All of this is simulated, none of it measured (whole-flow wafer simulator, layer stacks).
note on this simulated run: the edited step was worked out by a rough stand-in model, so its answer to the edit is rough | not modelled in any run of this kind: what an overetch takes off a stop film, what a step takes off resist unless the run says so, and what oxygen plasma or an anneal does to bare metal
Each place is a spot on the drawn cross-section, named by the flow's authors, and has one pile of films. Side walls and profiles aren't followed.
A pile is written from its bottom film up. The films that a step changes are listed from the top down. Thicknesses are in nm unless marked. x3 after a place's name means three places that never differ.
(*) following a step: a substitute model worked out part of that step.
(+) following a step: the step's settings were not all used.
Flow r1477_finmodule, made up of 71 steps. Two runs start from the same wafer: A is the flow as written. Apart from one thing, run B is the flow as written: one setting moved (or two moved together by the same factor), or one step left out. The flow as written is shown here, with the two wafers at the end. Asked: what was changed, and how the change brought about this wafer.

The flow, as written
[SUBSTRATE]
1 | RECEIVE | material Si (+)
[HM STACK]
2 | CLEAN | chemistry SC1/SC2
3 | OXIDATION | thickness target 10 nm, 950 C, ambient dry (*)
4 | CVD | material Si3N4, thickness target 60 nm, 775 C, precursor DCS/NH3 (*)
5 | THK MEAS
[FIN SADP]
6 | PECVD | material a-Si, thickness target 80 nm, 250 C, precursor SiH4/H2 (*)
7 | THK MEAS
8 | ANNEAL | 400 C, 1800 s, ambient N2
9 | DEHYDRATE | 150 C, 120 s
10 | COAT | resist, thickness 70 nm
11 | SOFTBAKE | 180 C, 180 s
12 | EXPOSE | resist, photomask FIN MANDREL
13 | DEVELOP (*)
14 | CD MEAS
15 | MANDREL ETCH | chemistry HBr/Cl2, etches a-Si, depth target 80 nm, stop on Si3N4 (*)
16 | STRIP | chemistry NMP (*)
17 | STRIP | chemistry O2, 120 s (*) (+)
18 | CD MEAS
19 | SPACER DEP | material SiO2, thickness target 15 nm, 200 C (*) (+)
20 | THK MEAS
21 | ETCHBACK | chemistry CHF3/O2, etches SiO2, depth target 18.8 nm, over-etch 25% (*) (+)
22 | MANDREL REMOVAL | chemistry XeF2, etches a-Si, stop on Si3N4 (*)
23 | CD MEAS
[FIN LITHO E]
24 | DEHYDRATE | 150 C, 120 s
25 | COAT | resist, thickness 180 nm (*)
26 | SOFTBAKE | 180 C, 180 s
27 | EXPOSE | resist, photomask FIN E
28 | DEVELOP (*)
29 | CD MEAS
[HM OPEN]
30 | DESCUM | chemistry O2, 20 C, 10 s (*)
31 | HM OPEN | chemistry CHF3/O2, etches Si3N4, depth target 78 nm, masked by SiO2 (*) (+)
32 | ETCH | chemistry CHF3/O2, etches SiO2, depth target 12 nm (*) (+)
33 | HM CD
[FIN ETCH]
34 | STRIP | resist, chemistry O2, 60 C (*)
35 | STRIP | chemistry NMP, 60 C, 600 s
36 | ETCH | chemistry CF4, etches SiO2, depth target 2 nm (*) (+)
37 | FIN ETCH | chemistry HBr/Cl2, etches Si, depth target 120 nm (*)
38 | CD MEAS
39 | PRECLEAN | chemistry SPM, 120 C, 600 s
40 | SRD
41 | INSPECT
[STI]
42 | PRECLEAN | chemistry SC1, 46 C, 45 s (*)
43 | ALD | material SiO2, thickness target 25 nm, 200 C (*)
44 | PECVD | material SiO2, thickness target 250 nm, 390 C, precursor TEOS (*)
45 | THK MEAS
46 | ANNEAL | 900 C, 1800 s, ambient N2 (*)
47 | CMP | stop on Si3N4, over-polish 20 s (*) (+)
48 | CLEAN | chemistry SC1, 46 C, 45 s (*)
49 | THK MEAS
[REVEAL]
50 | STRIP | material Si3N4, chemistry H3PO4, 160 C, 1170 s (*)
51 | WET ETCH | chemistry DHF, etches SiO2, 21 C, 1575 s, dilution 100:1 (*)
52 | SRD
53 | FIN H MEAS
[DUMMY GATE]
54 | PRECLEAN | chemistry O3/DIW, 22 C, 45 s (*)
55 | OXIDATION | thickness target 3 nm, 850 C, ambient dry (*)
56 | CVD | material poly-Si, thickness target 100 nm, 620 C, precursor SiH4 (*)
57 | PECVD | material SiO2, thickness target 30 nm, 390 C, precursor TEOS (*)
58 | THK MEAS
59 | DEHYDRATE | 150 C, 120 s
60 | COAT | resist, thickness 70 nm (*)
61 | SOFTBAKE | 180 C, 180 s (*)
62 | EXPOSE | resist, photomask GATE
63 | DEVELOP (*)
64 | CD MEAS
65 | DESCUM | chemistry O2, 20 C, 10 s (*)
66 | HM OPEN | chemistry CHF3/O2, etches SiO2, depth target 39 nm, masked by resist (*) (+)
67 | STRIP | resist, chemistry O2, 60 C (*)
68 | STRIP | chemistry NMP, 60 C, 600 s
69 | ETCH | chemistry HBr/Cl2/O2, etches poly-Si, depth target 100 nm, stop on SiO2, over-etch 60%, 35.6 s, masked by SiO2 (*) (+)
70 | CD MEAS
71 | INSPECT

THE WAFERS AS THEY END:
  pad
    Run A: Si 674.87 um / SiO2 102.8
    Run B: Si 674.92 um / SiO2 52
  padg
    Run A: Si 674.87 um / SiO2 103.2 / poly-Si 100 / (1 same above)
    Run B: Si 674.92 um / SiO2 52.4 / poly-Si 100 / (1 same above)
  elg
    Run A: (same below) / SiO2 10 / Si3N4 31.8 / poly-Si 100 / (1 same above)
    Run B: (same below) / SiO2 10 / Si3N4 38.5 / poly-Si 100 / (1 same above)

What caused this: step 37, FIN ETCH: depth target 69 nm was run, whereas the flow has depth target 120 nm.

The path from the change to this, step by step:
  37 | FIN ETCH | chemistry HBr/Cl2, etches Si, depth target 120 nm (*)
      pad, padg, esg and 19 more: A Si loses 120 | B Si loses 69
      elg, e40lg, e100lg, e200lg, elo, e40lo, e100lo, e200lo: A Si3N4 loses 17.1 | B Si3N4 loses 9.86
      (also at 6 further places)
  43 | ALD | material SiO2, thickness target 25 nm, 200 C (*)
      s40cg, s45cg, s50cg, s40co, s45co, s50co: A SiO2 gains 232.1 (new film) | B SiO2 gains 185 (new film)
      esg: A SiO2 gains 194.3 (new film) | B SiO2 gains 150.5 (new film)
  47 | CMP | stop on Si3N4, over-polish 20 s (*) (+)
      pad, padg, e40sg and 11 more: A SiO2 loses 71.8 | B SiO2 loses 122.8
      elg, esg, e40lg and 6 more: A SiO2 loses 241.6 | B SiO2 loses 248.9
      (also at 1 further place)
  51 | WET ETCH | chemistry DHF, etches SiO2, 21 C, 1575 s, dilution 100:1 (*)
      elg, e40lg, e100lg, e200lg, elo, e40lo, e100lo, e200lo: A SiO2 loses 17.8 (all of it), Si3N4 loses 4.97 | B SiO2 loses 10.6 (all of it), Si3N4 loses 5.56
  56 | CVD | material poly-Si, thickness target 100 nm, 620 C, precursor SiH4 (*)
      esg: A poly-Si gains 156 (new film) | B poly-Si gains 162.6 (new film)
  60 | COAT | resist, thickness 70 nm (*)
      e40sg, eso, e40so: A resist gains 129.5 (new film) | B resist gains 135.8 (new film)
      e100sg, e100so: A resist gains 129.4 (new film) | B resist gains 135.7 (new film)
      (also at 2 further places)
  63 | DEVELOP (*)
      eso, e40so: A resist loses 129.5 (all of it) | B resist loses 135.8 (all of it)
      e100so: A resist loses 129.4 (all of it) | B resist loses 135.7 (all of it)
      (also at 1 further place)
  67 | STRIP | resist, chemistry O2, 60 C (*)
      e40sg: A resist loses 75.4 (all of it) | B resist loses 81.6 (all of it)
      e100sg: A resist loses 75.3 (all of it) | B resist loses 81.6 (all of it)
      (also at 1 further place)
